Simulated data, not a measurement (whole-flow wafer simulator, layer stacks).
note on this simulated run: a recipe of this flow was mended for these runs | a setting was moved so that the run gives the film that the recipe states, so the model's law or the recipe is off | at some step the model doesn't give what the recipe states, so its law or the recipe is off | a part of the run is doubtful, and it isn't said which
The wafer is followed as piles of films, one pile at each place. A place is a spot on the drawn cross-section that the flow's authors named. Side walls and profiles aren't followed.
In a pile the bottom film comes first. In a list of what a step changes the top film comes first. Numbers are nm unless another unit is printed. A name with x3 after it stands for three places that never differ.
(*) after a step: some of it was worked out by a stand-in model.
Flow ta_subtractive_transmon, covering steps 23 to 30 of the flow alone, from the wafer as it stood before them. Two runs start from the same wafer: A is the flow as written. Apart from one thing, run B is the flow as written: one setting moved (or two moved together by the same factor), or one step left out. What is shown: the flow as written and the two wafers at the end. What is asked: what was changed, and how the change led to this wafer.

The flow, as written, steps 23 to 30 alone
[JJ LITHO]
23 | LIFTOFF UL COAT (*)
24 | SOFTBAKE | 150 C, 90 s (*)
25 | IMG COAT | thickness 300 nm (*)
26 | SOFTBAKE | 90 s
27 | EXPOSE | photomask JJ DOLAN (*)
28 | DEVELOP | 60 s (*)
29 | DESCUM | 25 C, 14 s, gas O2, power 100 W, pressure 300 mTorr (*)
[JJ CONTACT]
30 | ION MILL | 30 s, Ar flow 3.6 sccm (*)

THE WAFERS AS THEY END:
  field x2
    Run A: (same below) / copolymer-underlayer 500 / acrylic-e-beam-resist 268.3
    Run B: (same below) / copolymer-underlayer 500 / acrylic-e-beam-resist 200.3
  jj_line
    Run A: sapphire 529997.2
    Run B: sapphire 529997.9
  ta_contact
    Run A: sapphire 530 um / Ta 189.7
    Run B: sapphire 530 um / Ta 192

The reason: step 25, IMG COAT: thickness 228 nm was run, whereas the flow has thickness 300 nm; step 30, ION MILL: 22.8 s was run, where the flow has 30 s.

Step by step, how the change led to this:
  25 | IMG COAT | thickness 300 nm (*)
      field x2, jj_line: A acrylic-e-beam-resist gains 300 (new film) | B acrylic-e-beam-resist gains 228 (new film)
      lead: A acrylic-e-beam-resist gains 312.5 (new film) | B acrylic-e-beam-resist gains 238.4 (new film)
      (and at 2 other places as well)
  28 | DEVELOP | 60 s (*)
      jj_line: A acrylic-e-beam-resist loses 300 (all of it), copolymer-underlayer loses 500 (all of it) | B acrylic-e-beam-resist loses 228 (all of it), copolymer-underlayer loses 500 (all of it)
      lead: A acrylic-e-beam-resist loses 312.5 (all of it), copolymer-underlayer loses 554.7 (all of it) | B acrylic-e-beam-resist loses 238.4 (all of it), copolymer-underlayer loses 554.7 (all of it)
      (and at 1 other place as well)
  30 | ION MILL | 30 s, Ar flow 3.6 sccm (*)
      field x2, ta_pad: A acrylic-e-beam-resist loses 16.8 | B acrylic-e-beam-resist loses 12.8
      jj_line, lead: A sapphire loses 2.8 | B sapphire loses 2.13
      (and at 1 other place as well)
